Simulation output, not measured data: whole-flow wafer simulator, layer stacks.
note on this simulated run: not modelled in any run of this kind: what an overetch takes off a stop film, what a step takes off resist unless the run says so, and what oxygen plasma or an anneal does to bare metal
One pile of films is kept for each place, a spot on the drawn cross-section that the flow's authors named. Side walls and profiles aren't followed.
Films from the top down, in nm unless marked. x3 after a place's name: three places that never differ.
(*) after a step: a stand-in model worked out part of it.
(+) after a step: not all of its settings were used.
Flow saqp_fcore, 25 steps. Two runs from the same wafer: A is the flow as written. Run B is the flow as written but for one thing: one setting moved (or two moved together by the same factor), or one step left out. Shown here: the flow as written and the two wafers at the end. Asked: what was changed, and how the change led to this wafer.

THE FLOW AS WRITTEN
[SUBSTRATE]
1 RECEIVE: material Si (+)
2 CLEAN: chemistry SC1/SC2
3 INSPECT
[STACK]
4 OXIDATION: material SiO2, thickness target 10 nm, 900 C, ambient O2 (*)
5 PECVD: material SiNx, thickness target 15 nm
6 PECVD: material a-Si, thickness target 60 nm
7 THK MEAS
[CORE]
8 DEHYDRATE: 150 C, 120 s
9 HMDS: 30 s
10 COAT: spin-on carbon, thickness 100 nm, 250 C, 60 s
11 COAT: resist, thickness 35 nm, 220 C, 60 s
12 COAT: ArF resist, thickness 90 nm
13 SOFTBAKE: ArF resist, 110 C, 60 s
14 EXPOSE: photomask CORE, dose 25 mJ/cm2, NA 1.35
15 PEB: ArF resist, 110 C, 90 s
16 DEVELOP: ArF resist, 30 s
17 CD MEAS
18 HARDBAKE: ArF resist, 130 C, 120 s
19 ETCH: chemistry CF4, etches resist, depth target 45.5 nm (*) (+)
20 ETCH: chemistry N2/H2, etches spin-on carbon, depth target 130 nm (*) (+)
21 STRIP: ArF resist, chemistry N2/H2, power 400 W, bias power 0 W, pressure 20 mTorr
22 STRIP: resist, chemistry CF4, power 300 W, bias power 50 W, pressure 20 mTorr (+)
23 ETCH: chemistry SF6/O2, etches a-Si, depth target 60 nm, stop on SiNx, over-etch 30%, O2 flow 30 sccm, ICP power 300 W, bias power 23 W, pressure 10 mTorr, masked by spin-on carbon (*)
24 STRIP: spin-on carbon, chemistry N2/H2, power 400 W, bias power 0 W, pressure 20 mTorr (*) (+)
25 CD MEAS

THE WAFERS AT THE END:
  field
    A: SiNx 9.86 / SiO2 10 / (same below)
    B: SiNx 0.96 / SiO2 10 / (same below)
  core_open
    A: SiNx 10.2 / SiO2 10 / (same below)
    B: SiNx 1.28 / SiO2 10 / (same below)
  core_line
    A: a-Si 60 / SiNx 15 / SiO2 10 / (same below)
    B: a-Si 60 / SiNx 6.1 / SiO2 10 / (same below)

The cause: step 5, PECVD: thickness target 6.1 nm was run, where the flow has thickness target 15 nm.
It can be read off the wafer: core_line has SiNx 6.1, and step 5 as written asks for 15 nm.

How the change led to this, step by step:
  5 PECVD: material SiNx, thickness target 15 nm
      field, core_open, core_line: A SiNx +15 (new film) | B SiNx +6.1 (new film)
